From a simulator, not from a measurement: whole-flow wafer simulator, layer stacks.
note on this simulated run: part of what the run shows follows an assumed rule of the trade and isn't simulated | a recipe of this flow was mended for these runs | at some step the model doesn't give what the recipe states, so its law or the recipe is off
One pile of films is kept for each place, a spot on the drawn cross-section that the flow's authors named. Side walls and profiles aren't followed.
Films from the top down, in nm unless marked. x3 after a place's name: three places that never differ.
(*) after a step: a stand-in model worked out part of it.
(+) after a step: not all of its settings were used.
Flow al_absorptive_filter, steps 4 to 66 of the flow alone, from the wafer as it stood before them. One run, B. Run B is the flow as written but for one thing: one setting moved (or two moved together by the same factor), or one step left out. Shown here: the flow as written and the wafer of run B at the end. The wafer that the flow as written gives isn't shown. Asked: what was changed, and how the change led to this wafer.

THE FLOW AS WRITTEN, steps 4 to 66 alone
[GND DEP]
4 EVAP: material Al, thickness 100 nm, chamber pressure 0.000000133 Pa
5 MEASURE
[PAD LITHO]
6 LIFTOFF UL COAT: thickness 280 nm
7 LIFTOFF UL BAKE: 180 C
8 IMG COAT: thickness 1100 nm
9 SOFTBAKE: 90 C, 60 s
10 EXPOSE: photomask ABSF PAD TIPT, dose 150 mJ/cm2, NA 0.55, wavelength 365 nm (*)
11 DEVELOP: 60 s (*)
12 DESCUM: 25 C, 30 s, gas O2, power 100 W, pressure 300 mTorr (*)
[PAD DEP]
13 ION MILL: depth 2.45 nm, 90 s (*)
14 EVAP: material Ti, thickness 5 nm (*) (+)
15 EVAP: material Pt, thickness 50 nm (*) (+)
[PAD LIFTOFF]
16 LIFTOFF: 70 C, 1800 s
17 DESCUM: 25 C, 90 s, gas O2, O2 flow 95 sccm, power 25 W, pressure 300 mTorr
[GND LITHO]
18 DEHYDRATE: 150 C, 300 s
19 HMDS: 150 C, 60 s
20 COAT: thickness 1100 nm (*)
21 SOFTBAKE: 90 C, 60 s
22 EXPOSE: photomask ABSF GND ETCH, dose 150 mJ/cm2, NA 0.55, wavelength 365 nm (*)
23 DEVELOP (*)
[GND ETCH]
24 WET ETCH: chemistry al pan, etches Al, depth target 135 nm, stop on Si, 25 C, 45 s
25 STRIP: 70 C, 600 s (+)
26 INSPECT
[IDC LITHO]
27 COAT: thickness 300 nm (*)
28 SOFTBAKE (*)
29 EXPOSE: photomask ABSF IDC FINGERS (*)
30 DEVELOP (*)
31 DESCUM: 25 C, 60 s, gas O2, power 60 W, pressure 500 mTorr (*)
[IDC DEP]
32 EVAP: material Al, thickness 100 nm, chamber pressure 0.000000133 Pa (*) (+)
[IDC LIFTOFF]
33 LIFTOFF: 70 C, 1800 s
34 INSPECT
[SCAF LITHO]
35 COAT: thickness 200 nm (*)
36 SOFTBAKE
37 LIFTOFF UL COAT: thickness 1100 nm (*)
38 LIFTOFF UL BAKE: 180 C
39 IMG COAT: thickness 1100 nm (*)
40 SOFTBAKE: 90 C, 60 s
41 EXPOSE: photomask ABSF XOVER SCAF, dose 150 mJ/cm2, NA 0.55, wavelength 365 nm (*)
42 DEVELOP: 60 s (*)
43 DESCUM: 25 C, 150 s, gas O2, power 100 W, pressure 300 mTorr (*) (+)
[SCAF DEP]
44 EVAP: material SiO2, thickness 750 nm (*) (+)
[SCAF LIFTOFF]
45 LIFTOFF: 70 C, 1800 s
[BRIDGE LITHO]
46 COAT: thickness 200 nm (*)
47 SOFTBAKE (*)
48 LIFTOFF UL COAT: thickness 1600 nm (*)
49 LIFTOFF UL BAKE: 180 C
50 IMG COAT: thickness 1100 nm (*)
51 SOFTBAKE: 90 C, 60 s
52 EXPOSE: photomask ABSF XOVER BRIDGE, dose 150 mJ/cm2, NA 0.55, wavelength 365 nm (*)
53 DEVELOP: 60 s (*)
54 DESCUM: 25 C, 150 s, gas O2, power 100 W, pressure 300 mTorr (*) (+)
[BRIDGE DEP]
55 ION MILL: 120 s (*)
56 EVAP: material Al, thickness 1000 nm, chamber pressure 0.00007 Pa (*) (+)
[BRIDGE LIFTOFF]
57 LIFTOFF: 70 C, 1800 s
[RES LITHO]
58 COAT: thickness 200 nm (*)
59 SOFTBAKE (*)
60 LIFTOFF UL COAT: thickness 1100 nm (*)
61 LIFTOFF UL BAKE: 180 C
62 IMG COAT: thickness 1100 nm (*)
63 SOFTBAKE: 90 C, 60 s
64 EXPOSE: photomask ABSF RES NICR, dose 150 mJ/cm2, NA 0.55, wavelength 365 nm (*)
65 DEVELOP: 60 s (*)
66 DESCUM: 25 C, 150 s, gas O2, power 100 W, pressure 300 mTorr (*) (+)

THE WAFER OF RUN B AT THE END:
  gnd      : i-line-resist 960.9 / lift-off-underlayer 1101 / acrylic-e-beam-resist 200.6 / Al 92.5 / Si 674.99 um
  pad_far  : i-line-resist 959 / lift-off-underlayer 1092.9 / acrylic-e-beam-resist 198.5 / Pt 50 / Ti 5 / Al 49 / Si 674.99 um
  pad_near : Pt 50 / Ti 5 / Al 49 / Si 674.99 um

The cause: step 4, EVAP: thickness 92.5 nm was run, where the flow has thickness 100 nm.
It can be read off the wafer: gnd has Al 92.5, and step 4 as written asks for 100 nm.

How the change led to this, step by step:
  4 EVAP: material Al, thickness 100 nm, chamber pressure 0.000000133 Pa
      gnd, pad_far, pad_near and 11 more: Al +92.5 (new film) (as written it would be: Al +100 (new film))
  24 WET ETCH: chemistry al pan, etches Al, depth target 135 nm, stop on Si, 25 C, 45 s
      res, xl_gap, idc_field, idc_line, idc_space: Al -79.2 (all of it) (as written it would be: Al -86.7 (all of it))
  46 COAT: thickness 200 nm (*)
      xl_gap: acrylic-e-beam-resist +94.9 (new film) (as written it would be: acrylic-e-beam-resist +97.9 (new film))
  54 DESCUM: 25 C, 150 s, gas O2, power 100 W, pressure 300 mTorr (*) (+)
      xl_gap: acrylic-e-beam-resist -94.9 (all of it) (as written it would be: acrylic-e-beam-resist -97.9 (all of it))
